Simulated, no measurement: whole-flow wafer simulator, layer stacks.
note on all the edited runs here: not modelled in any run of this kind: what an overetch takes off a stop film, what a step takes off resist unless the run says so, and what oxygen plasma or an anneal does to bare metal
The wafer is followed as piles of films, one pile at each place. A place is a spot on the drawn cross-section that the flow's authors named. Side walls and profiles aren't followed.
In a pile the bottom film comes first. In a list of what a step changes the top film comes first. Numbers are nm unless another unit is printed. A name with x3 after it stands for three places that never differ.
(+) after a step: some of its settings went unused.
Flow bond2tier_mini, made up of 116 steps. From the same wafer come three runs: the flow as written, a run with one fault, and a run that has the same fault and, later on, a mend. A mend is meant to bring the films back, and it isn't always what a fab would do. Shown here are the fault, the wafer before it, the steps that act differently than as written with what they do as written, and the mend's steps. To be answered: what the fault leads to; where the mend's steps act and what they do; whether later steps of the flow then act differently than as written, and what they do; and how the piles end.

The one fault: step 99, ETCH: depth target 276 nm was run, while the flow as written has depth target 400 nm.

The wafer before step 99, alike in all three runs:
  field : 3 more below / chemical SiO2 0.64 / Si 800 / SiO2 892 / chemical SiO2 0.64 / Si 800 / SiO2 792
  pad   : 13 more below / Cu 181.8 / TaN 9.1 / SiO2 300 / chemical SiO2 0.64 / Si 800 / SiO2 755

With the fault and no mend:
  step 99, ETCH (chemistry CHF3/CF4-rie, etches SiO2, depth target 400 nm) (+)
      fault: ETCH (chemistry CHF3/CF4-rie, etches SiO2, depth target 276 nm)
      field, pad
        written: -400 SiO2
        fault: -276 SiO2
  Later steps of the flow that are run all act as written at every place that is followed.
  The piles end different from the flow's at field, pad by more than 2% or 0.5 nm, whichever is larger.
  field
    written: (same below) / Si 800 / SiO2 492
    fault: (same below) / Si 800 / SiO2 616
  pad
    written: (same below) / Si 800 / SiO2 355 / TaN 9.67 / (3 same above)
    fault: (same below) / Si 800 / SiO2 479 / TaN 9.67 / (3 same above)

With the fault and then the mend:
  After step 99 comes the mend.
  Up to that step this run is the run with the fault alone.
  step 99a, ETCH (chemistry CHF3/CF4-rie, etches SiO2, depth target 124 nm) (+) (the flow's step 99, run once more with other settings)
      field, pad
        -124 SiO2
  Later steps of the flow that are run all act as written at every place that is followed.
  By the end, the piles equal the flow's at every place that both follow.
